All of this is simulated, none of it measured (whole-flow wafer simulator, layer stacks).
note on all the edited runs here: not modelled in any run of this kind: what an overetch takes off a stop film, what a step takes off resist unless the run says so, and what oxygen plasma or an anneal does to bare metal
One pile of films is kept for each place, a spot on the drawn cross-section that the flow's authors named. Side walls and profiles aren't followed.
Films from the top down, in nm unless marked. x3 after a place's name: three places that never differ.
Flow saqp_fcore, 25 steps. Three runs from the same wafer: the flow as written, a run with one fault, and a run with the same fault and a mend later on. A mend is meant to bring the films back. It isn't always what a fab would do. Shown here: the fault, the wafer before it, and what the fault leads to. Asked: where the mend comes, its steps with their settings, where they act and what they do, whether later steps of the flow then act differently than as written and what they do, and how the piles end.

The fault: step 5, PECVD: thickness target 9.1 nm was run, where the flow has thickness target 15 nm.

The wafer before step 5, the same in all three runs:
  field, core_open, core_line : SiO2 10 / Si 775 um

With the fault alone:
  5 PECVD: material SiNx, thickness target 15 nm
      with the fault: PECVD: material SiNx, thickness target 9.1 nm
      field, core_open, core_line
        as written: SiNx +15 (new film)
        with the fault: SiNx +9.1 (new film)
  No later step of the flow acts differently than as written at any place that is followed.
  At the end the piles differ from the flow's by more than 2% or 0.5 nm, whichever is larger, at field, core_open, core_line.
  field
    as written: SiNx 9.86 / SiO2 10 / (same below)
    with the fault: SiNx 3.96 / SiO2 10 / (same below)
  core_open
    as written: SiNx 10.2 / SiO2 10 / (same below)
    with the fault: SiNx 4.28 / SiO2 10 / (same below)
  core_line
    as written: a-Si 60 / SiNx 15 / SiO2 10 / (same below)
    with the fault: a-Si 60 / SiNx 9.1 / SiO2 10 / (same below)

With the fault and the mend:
  The mend comes after step 5.
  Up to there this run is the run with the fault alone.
  5a PECVD: material SiNx, thickness target 5.9 nm (the flow's step 5 once more, with other settings)
      field, core_open, core_line
        SiNx +5.9
  No later step of the flow acts differently than as written at any place that is followed.
  At the end the piles are the same as the flow's at every place that both follow.
